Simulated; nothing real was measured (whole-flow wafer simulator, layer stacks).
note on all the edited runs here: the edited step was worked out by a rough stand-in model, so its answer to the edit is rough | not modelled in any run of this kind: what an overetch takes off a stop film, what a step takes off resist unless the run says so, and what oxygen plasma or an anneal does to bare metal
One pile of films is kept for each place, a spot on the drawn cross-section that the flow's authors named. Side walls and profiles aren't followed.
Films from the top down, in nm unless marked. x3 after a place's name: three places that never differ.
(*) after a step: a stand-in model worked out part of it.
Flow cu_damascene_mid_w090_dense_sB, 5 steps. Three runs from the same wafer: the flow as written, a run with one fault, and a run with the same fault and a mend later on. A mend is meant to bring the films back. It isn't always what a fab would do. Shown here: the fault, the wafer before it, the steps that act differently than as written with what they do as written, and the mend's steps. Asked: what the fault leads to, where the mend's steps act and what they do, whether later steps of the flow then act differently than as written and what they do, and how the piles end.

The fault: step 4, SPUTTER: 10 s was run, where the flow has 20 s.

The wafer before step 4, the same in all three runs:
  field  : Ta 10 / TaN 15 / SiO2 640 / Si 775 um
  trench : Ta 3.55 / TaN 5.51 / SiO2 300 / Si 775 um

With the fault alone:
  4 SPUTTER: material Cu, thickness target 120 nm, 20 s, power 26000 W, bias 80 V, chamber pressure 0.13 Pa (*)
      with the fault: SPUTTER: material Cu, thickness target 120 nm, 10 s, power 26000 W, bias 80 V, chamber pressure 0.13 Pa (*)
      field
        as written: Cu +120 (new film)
        with the fault: Cu +60 (new film)
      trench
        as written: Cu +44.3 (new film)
        with the fault: Cu +22.2 (new film)
  Later steps of the flow that act differently than as written:
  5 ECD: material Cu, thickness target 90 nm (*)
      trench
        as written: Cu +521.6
        with the fault: Cu +483.8
  At the end the piles differ from the flow's by more than 2% or 0.5 nm, whichever is larger, at field, trench.
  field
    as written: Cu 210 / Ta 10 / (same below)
    with the fault: Cu 150 / Ta 10 / (same below)
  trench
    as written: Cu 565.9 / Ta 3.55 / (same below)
    with the fault: Cu 505.9 / Ta 3.55 / (same below)

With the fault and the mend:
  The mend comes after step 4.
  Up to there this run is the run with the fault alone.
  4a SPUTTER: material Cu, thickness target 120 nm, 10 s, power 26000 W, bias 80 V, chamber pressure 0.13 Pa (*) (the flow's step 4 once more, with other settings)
      field
        Cu +60
      trench
        Cu +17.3
  No later step of the flow acts differently than as written, at any place that is followed, by more than 2% or 0.5 nm, whichever is larger.
  At the end the piles are the same as the flow's at every place that both follow.
